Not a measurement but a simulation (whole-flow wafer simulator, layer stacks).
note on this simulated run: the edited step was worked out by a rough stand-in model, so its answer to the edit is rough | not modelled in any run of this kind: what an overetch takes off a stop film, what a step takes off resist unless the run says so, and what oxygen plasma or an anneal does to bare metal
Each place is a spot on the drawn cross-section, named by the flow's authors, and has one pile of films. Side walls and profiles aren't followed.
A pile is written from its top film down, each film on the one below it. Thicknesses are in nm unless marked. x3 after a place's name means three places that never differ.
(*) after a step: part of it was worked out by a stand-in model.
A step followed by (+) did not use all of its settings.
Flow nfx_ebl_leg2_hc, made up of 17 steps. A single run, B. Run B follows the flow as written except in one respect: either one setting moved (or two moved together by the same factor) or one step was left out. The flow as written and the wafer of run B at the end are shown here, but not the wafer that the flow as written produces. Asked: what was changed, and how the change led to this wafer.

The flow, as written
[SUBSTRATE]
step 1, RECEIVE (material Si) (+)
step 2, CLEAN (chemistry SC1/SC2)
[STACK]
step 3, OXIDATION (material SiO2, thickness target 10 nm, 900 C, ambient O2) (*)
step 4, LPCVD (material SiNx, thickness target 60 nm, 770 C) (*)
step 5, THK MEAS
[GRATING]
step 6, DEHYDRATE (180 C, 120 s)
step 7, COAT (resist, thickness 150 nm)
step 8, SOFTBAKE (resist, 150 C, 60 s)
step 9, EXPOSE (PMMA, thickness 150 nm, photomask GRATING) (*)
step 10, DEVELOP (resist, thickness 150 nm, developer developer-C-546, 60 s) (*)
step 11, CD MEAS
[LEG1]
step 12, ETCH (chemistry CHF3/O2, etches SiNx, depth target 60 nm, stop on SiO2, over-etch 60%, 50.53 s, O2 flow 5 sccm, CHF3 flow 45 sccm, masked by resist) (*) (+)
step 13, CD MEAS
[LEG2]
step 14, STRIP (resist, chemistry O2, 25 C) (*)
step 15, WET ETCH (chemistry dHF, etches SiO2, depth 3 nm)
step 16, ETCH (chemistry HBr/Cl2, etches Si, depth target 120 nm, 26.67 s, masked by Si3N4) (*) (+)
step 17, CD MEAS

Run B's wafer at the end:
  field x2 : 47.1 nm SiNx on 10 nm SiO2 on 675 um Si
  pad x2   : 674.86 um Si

Cause: step 16, ETCH: depth target 135 nm was run, whereas the flow has depth target 120 nm; step 16, ETCH: 30 s was run, where the flow has 26.67 s.

How this came from the change, step by step:
  step 16, ETCH (chemistry HBr/Cl2, etches Si, depth target 120 nm, 26.67 s, masked by Si3N4) (*) (+)
      field x2: SiNx loses 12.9 (it would be, as written: SiNx loses 11.4)
      pad x2: Si loses 135 (it would be, as written: Si loses 120)
